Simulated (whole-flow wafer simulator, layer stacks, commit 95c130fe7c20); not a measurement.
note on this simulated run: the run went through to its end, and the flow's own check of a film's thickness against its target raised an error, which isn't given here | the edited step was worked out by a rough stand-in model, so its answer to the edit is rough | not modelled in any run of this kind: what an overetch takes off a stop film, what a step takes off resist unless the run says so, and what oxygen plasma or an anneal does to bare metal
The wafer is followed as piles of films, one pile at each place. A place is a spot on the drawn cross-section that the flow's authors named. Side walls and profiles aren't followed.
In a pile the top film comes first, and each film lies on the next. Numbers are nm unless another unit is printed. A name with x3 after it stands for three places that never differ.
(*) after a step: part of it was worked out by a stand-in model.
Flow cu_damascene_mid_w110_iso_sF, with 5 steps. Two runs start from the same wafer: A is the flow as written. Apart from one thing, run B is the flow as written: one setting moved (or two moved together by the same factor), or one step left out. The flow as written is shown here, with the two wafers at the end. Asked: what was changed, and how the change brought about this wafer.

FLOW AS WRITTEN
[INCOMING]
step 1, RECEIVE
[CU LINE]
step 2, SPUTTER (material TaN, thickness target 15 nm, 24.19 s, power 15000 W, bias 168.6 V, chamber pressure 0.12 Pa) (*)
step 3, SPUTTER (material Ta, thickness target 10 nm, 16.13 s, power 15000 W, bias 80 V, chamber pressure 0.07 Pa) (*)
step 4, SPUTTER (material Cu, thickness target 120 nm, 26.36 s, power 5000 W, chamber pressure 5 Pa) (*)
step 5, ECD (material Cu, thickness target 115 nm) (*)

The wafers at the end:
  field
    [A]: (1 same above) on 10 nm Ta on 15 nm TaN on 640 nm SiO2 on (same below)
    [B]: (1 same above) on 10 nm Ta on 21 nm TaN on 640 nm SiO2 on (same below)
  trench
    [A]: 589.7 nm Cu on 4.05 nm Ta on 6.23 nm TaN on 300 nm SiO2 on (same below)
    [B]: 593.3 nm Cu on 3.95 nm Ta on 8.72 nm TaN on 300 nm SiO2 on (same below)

Cause: step 2, SPUTTER: thickness target 21 nm was run, while the flow as written has thickness target 15 nm.
The wafer itself shows it: field has TaN 21, and step 2 as written asks for 15 nm.

How this came from the change, step by step:
  step 2, SPUTTER (material TaN, thickness target 15 nm, 24.19 s, power 15000 W, bias 168.6 V, chamber pressure 0.12 Pa) (*)
      field: A TaN gains 15 (new film) | B TaN gains 21 (new film)
      trench: A TaN gains 6.23 (new film) | B TaN gains 8.72 (new film)
